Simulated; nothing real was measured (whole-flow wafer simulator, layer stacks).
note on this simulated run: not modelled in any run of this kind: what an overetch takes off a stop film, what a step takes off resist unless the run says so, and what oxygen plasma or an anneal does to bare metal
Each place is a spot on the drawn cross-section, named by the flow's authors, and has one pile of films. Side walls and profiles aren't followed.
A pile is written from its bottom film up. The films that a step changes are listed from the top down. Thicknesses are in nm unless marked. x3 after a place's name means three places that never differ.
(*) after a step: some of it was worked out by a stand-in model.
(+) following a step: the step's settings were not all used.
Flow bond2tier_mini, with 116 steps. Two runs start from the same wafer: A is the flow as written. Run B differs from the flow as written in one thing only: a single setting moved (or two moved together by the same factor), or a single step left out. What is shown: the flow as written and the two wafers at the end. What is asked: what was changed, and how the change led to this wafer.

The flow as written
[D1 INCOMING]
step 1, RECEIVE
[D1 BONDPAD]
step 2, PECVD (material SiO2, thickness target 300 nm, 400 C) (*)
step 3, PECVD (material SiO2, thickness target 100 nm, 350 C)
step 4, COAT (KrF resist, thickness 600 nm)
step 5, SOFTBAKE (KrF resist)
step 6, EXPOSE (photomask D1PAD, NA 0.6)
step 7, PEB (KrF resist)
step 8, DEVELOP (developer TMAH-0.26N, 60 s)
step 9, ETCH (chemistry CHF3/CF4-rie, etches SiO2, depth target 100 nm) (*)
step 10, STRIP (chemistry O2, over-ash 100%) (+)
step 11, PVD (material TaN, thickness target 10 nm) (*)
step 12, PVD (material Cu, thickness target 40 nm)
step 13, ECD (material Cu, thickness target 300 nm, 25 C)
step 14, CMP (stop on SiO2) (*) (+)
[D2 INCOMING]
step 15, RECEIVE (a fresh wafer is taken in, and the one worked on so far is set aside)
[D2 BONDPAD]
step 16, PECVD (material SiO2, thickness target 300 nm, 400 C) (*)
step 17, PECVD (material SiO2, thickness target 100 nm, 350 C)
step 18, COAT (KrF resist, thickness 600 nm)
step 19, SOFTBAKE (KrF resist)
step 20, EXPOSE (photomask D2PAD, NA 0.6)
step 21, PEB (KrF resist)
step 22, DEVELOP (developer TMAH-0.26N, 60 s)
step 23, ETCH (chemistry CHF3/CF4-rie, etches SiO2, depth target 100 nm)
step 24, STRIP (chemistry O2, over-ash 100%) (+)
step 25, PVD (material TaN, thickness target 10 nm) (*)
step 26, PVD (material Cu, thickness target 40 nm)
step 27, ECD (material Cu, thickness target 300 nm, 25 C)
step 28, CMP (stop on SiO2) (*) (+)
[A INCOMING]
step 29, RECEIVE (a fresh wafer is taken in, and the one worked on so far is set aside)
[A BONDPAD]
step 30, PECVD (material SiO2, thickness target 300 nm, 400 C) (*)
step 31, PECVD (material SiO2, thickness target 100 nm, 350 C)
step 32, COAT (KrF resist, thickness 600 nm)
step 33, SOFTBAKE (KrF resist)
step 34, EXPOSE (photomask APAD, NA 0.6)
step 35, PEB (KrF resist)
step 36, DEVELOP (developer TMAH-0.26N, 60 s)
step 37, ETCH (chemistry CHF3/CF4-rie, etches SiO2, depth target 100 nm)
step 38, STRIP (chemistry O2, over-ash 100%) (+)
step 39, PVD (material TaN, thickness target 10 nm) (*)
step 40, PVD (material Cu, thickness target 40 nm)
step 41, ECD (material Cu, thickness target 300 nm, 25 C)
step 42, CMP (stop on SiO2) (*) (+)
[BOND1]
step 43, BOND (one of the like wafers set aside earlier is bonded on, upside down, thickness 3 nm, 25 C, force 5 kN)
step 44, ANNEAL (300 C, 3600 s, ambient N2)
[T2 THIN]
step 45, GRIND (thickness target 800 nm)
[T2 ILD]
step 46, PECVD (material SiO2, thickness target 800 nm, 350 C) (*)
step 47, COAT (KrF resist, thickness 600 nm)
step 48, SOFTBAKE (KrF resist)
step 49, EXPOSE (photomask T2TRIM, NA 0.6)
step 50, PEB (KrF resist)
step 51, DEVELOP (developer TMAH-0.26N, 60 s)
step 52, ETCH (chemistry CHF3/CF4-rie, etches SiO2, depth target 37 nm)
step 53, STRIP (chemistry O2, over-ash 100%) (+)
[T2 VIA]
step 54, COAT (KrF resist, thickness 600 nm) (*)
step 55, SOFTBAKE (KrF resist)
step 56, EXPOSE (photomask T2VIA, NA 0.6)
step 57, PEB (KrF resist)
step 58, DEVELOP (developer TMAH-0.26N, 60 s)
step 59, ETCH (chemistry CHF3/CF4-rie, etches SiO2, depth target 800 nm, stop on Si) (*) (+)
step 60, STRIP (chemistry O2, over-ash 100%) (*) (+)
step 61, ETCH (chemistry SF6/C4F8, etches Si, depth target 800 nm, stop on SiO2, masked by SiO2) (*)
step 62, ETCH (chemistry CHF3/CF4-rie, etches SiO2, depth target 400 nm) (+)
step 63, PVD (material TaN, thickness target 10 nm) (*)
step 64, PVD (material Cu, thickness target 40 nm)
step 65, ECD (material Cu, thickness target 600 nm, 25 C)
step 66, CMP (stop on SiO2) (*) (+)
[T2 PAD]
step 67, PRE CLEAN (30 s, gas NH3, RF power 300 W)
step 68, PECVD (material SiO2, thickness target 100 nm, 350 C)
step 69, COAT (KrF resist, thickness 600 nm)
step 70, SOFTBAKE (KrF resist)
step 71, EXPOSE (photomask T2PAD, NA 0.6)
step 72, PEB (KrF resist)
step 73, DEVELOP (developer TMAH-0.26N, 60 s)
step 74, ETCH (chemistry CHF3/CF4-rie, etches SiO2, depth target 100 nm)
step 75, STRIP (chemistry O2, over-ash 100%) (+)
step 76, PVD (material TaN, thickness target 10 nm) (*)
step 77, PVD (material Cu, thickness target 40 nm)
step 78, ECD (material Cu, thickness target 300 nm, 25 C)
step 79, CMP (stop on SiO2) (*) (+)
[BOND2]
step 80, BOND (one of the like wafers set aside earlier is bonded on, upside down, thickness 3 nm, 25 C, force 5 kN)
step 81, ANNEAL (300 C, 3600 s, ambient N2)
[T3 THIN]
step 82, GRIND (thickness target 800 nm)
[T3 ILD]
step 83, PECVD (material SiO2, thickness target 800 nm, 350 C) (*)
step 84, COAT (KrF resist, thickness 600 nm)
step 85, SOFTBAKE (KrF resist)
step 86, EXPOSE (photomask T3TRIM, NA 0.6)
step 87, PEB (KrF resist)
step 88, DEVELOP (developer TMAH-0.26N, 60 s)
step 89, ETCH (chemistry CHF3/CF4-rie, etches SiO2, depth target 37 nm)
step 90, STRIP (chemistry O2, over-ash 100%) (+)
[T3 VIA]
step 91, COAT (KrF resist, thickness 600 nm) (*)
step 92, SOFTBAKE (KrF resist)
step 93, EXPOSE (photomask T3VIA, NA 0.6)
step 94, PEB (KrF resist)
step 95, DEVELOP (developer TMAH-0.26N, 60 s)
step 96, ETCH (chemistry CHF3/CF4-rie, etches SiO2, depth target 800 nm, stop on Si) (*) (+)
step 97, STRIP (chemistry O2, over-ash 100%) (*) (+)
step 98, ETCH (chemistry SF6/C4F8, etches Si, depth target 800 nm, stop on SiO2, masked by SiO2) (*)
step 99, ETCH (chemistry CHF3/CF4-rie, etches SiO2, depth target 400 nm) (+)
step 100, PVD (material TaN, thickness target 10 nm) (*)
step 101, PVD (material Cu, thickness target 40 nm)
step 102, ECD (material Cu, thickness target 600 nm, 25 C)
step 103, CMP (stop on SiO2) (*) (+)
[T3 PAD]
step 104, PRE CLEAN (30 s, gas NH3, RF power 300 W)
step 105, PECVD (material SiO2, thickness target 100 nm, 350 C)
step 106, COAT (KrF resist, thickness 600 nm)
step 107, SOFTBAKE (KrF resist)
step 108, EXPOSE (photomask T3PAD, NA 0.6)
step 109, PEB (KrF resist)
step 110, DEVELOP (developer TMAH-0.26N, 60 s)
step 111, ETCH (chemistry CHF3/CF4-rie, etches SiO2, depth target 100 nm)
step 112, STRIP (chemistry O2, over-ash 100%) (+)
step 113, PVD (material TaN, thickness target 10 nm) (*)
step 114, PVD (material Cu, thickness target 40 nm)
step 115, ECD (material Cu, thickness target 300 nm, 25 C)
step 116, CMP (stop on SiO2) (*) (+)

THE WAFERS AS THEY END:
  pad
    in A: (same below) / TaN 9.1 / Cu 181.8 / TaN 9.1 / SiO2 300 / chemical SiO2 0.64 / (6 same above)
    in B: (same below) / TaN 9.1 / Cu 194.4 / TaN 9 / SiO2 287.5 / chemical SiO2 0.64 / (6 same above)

The reason: step 23, ETCH: depth target 112.5 nm was run, while the flow as written has depth target 100 nm.

Step by step, how the change led to this:
  step 23, ETCH (chemistry CHF3/CF4-rie, etches SiO2, depth target 100 nm)
      pad, via: A -100 SiO2 | B -112.5 SiO2
      field: A -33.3 KrF resist | B -37.5 KrF resist
  step 27, ECD (material Cu, thickness target 300 nm, 25 C)
      pad: A +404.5 Cu | B +417.5 Cu
      via: A +400.2 Cu | B +412.7 Cu
  step 80, BOND (one of the like wafers set aside earlier is bonded on, upside down, thickness 3 nm, 25 C, force 5 kN)
      pad: A +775 um Si (new film), +0.64 chemical SiO2 (new film), +300 SiO2 (new film), +9.1 TaN (new film), +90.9 Cu | B +775 um Si (new film), +0.64 chemical SiO2 (new film), +287.5 SiO2 (new film), +9 TaN (new film), +103.5 Cu
